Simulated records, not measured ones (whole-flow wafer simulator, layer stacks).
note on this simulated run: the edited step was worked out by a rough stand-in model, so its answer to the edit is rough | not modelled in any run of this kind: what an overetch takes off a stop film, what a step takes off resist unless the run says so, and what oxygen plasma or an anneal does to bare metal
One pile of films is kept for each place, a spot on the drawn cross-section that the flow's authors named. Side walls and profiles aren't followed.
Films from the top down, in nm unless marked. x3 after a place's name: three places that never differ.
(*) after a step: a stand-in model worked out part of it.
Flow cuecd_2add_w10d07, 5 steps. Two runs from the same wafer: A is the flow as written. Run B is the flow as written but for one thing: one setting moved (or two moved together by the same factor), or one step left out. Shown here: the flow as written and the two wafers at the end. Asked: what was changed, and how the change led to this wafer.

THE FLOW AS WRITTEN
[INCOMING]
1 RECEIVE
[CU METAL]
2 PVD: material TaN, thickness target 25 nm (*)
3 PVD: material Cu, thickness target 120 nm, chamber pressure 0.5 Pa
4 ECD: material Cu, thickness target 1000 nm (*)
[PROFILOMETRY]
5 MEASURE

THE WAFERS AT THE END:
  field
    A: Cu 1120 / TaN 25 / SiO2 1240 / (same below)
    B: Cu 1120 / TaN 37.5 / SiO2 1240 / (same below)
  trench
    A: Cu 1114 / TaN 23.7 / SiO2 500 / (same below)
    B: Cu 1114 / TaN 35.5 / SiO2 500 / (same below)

The cause: step 2, PVD: thickness target 37.5 nm was run, where the flow has thickness target 25 nm.
It can be read off the wafer: field has TaN 37.5, and step 2 as written asks for 25 nm.

How the change led to this, step by step:
  2 PVD: material TaN, thickness target 25 nm (*)
      field: A TaN +25 (new film) | B TaN +37.5 (new film)
      trench: A TaN +23.7 (new film) | B TaN +35.5 (new film)
